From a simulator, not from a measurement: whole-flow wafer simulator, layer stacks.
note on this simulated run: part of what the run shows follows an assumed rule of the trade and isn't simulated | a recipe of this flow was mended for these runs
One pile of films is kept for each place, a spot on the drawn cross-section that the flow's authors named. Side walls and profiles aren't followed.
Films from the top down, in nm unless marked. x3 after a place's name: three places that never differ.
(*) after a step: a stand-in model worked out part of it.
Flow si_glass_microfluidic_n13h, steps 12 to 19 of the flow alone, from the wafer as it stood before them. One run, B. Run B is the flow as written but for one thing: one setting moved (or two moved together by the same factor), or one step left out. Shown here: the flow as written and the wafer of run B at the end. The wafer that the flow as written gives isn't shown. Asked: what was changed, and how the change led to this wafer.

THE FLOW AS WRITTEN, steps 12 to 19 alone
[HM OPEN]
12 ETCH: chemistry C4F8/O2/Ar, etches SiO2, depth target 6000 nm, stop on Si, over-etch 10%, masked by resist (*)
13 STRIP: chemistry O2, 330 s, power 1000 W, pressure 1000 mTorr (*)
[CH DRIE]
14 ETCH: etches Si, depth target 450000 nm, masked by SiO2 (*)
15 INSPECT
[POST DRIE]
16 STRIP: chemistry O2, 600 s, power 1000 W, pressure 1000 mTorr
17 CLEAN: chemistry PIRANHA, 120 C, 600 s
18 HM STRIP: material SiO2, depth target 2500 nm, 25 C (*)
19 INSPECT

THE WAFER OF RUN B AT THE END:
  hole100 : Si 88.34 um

The cause: step 12, ETCH: depth target 9600 nm was run, where the flow has depth target 6000 nm.

How the change led to this, step by step:
  12 ETCH: chemistry C4F8/O2/Ar, etches SiO2, depth target 6000 nm, stop on Si, over-etch 10%, masked by resist (*)
      land: thick-i-line-resist -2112 (as written it would be: thick-i-line-resist -1320)
      hole100: SiO2 -6000 (all of it), Si -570 (as written it would be: SiO2 -6000 (all of it), Si -75)
  13 STRIP: chemistry O2, 330 s, power 1000 W, pressure 1000 mTorr (*)
      land: thick-i-line-resist -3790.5 (all of it) (as written it would be: thick-i-line-resist -4582.5 (all of it))
